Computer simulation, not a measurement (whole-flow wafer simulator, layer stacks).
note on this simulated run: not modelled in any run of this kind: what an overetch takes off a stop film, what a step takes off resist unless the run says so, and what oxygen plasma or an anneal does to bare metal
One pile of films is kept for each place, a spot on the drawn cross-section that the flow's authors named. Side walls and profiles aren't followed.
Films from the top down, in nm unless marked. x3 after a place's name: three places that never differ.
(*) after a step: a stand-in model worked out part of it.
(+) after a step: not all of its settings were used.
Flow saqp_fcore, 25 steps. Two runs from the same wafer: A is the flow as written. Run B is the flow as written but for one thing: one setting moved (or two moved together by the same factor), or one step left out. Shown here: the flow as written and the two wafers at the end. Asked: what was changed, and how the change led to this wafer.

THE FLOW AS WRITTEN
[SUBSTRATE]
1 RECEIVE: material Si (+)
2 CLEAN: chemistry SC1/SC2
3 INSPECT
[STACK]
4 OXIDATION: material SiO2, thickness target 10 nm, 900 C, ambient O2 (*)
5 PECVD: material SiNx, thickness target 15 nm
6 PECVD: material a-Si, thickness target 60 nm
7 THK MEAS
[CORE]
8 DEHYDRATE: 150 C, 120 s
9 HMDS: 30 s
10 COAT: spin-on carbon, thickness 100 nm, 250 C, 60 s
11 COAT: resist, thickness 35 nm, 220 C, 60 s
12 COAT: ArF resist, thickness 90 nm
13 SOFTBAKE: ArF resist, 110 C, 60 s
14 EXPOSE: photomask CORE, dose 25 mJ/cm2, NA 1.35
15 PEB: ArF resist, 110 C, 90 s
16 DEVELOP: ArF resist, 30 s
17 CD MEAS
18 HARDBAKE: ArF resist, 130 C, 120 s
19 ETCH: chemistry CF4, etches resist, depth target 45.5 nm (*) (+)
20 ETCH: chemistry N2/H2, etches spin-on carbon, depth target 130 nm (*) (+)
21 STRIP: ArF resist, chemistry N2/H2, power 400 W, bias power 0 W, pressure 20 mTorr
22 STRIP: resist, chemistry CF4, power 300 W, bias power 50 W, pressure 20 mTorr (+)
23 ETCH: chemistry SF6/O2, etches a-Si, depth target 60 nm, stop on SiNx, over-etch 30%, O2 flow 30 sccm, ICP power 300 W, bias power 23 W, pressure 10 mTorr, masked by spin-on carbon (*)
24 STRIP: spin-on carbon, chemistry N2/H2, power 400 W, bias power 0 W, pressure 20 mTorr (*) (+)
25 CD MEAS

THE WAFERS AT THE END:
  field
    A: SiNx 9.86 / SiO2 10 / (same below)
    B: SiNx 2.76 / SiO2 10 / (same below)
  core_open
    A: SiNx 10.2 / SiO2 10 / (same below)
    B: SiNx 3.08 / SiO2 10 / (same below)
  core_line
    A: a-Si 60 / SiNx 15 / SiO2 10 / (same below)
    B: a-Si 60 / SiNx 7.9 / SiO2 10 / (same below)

The cause: step 5, PECVD: thickness target 7.9 nm was run, where the flow has thickness target 15 nm.
It can be read off the wafer: core_line has SiNx 7.9, and step 5 as written asks for 15 nm.

How the change led to this, step by step:
  5 PECVD: material SiNx, thickness target 15 nm
      field, core_open, core_line: A SiNx +15 (new film) | B SiNx +7.9 (new film)
